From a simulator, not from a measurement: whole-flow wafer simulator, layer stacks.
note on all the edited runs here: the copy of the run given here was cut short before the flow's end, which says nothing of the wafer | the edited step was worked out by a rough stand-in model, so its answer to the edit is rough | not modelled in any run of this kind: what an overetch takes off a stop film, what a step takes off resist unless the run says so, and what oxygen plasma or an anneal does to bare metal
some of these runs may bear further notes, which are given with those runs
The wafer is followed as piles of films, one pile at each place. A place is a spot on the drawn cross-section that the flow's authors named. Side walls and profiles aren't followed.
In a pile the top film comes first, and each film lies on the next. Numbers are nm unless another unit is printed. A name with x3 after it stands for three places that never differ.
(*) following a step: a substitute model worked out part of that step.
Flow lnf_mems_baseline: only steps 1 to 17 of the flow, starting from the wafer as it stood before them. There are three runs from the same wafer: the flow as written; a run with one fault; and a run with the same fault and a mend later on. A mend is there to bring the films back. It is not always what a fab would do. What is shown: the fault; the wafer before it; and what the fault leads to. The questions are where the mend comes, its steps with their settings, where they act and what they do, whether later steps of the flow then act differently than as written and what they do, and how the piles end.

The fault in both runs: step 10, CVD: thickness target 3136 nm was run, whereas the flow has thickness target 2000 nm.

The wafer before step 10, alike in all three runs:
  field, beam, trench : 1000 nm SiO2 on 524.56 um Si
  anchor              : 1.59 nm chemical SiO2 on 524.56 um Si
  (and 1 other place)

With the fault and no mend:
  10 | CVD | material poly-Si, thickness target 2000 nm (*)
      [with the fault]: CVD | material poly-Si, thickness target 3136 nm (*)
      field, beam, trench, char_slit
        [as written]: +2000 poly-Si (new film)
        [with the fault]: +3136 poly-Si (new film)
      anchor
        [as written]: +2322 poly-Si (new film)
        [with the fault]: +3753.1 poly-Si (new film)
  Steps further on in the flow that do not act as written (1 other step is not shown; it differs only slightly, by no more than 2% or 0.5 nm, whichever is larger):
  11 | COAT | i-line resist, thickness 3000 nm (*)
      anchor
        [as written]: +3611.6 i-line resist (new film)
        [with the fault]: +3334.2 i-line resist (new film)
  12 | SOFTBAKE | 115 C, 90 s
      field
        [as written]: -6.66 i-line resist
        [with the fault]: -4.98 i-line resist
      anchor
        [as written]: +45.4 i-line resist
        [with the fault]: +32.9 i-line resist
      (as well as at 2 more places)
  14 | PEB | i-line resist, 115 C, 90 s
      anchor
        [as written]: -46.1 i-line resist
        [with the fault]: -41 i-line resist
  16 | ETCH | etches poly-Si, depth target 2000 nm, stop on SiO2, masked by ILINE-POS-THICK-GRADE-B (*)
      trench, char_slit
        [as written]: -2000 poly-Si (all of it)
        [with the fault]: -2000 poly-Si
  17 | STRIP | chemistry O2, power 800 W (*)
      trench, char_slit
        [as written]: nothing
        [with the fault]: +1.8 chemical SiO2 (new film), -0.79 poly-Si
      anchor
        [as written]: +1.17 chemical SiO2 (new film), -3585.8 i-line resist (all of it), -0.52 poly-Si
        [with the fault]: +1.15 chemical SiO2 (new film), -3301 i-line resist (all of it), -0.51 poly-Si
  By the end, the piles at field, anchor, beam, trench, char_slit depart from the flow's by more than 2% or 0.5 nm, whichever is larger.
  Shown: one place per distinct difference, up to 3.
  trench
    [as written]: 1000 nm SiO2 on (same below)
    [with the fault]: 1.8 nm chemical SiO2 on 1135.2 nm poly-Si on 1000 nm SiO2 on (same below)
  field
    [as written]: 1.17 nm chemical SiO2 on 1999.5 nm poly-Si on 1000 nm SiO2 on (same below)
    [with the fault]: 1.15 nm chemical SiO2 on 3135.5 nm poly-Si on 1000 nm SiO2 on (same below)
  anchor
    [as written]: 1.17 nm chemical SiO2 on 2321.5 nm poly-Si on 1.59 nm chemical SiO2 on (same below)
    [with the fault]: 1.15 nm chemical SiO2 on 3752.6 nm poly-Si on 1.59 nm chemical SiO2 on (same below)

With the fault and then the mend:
  The mend follows step 10.
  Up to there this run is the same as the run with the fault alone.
  10a | ETCH | chemistry tmah, depth target 4220 nm
      field, beam, trench, char_slit
        -3136 poly-Si (all of it)
      anchor
        -3753.1 poly-Si (all of it)
  10b | CLEAN | chemistry SC1/SC2 (the flow's step 1 again)
      alters no film at any place that is followed
  10c | CVD | material poly-Si, thickness target 2000 nm (*) (the flow's step 10 again)
      field, beam, trench, char_slit
        +2000 poly-Si (new film)
      anchor
        +2322 poly-Si (new film)
  Every later step of the flow that is run acts as written at every place that is followed.
  At every place that both follow, the piles at the end match the flow's.
